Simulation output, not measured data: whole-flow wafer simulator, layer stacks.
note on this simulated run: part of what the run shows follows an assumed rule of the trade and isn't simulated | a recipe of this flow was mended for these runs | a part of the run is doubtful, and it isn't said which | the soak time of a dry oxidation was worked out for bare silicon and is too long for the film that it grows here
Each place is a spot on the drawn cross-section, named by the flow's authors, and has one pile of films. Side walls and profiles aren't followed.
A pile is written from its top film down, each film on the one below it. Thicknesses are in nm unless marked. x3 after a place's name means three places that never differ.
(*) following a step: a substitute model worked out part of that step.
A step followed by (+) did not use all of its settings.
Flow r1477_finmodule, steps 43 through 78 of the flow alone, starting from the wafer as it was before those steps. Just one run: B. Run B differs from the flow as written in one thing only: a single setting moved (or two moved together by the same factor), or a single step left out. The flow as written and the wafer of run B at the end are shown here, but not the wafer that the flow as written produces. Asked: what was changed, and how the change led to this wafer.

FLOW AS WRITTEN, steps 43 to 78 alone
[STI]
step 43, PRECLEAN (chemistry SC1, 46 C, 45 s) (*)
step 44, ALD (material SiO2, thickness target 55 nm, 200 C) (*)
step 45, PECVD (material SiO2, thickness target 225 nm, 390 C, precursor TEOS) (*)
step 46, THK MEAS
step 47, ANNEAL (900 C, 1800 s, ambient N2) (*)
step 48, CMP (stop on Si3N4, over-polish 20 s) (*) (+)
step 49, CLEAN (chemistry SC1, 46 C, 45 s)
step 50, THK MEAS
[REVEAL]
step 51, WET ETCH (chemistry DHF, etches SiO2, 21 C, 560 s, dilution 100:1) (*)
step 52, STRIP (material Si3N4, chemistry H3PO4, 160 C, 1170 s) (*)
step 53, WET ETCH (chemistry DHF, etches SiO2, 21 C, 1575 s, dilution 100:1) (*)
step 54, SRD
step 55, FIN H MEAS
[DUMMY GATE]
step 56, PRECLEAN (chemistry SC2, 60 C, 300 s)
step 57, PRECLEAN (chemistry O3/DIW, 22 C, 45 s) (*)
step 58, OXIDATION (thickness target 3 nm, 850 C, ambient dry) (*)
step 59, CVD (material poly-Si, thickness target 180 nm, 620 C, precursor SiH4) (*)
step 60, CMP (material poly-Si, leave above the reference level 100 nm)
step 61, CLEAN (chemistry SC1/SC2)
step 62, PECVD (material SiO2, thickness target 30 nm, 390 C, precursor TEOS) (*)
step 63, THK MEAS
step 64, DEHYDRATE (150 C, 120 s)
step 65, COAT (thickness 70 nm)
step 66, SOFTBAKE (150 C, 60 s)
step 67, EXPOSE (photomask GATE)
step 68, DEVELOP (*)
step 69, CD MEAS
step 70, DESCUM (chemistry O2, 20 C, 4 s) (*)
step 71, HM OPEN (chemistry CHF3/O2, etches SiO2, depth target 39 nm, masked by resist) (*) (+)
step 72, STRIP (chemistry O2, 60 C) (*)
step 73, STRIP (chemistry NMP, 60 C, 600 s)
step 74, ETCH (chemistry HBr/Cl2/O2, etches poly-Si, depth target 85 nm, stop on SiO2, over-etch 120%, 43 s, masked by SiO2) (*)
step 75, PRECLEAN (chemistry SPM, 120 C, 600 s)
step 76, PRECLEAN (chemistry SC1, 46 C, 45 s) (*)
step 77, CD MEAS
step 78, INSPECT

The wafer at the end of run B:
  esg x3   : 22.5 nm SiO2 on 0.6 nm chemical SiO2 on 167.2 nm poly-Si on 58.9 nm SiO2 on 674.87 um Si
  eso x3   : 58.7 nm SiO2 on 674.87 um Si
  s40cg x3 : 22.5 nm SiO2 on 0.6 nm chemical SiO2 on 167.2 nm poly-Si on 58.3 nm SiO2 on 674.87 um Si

Cause: step 48, CMP: over-polish 400 s was run, though the flow has over-polish 20 s.

The path from the change to this, step by step:
  step 48, CMP (stop on Si3N4, over-polish 20 s) (*) (+)
      s40cg x3, s40sg x3, s40co x3, s40so x3: -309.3 SiO2 (it would be, as written: -288.1 SiO2)
      elg x4, elo x4: -268.7 SiO2 (it would be, as written: -247.6 SiO2)
      (as well as at 16 more places)
  step 51, WET ETCH (chemistry DHF, etches SiO2, 21 C, 560 s, dilution 100:1) (*)
      elg x4, elo x4: -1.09 SiO2 (all of it), -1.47 Si3N4 (it would be, as written: -22.3 SiO2 (all of it), -0.41 Si3N4)
  step 52, STRIP (material Si3N4, chemistry H3PO4, 160 C, 1170 s) (*)
      elg x4, elo x4: -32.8 Si3N4 (all of it), -2.18 SiO2 (it would be, as written: -33.9 Si3N4 (all of it), -2.15 SiO2)
      s40sg_line x3, s40so_line x3: -33.9 Si3N4 (all of it), -2.15 SiO2 (it would be, as written: -55.1 Si3N4 (all of it), -1.49 SiO2)
  step 53, WET ETCH (chemistry DHF, etches SiO2, 21 C, 1575 s, dilution 100:1) (*)
      s40sg_line x3, s40so_line x3: -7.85 SiO2 (all of it) (it would be, as written: -8.51 SiO2 (all of it))
  step 59, CVD (material poly-Si, thickness target 180 nm, 620 C, precursor SiH4) (*)
      esg x3, s40cg x3, s40sg x3, eso x3, s40co x3, s40so x3: +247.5 poly-Si (new film) (it would be, as written: +226.3 poly-Si (new film))
      e200sg, e200so: +247.5 poly-Si (new film) (it would be, as written: +219.2 poly-Si (new film))
  step 60, CMP (material poly-Si, leave above the reference level 100 nm)
      pad, padg: -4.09 poly-Si (it would be, as written: -24.8 poly-Si)
      e200sg, e200so: -80 poly-Si (it would be, as written: -72.9 poly-Si)
  step 74, ETCH (chemistry HBr/Cl2/O2, etches poly-Si, depth target 85 nm, stop on SiO2, over-etch 120%, 43 s, masked by SiO2) (*)
      pad: -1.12 chemical SiO2 (all of it), -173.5 poly-Si (all of it) (it would be, as written: -1.12 chemical SiO2 (all of it), -152.8 poly-Si (all of it), -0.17 SiO2)
      eso x3, e200so, s40co x3, s40so x3: -1.12 chemical SiO2 (all of it), -165 poly-Si (all of it), -0.11 SiO2 (it would be, as written: -1.12 chemical SiO2 (all of it), -143.9 poly-Si (all of it), -0.22 SiO2)
